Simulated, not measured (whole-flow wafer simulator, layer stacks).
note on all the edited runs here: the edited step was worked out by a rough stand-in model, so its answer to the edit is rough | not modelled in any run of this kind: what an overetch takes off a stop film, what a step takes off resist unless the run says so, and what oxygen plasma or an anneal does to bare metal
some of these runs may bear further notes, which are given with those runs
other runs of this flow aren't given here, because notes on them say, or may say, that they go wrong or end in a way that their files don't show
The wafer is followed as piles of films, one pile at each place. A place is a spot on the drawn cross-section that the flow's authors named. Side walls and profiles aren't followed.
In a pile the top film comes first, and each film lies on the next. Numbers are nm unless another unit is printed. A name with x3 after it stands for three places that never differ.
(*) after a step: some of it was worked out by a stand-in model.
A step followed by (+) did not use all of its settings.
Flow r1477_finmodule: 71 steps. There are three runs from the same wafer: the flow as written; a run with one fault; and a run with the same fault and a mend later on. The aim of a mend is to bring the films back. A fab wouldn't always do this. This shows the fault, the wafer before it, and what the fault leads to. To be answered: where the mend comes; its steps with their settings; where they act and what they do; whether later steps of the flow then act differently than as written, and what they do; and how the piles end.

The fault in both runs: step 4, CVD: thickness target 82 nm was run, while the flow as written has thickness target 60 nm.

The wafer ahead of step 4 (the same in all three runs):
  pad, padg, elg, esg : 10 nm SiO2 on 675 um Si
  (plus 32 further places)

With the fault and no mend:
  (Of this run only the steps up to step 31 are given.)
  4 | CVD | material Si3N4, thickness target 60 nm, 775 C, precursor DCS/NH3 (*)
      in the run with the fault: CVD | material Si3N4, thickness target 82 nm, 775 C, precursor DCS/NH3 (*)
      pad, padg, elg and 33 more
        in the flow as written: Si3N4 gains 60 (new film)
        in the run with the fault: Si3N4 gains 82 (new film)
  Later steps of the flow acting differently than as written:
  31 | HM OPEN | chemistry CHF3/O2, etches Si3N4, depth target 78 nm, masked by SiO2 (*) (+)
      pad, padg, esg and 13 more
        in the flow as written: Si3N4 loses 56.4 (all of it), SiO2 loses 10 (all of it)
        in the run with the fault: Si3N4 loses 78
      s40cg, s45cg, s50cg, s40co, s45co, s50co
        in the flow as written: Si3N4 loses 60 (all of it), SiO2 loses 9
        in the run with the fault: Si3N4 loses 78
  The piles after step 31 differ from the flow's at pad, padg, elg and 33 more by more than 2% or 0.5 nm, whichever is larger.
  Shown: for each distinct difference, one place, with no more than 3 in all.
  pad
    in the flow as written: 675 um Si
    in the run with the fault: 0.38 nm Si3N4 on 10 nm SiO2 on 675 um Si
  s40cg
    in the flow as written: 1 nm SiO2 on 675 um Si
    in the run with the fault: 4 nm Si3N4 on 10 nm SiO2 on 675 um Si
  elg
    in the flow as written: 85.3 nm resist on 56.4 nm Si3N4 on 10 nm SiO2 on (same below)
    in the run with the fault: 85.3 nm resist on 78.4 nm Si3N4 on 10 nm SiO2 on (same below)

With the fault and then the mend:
  The mend stands after step 5.
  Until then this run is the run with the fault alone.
  5a | ETCH | chemistry h3po4, depth target 22 nm
      pad, padg, elg and 33 more
        Si3N4 loses 22
  None of the later steps of the flow acts differently than as written at any place that is followed.
  By the end, the piles equal the flow's at every place that both follow.
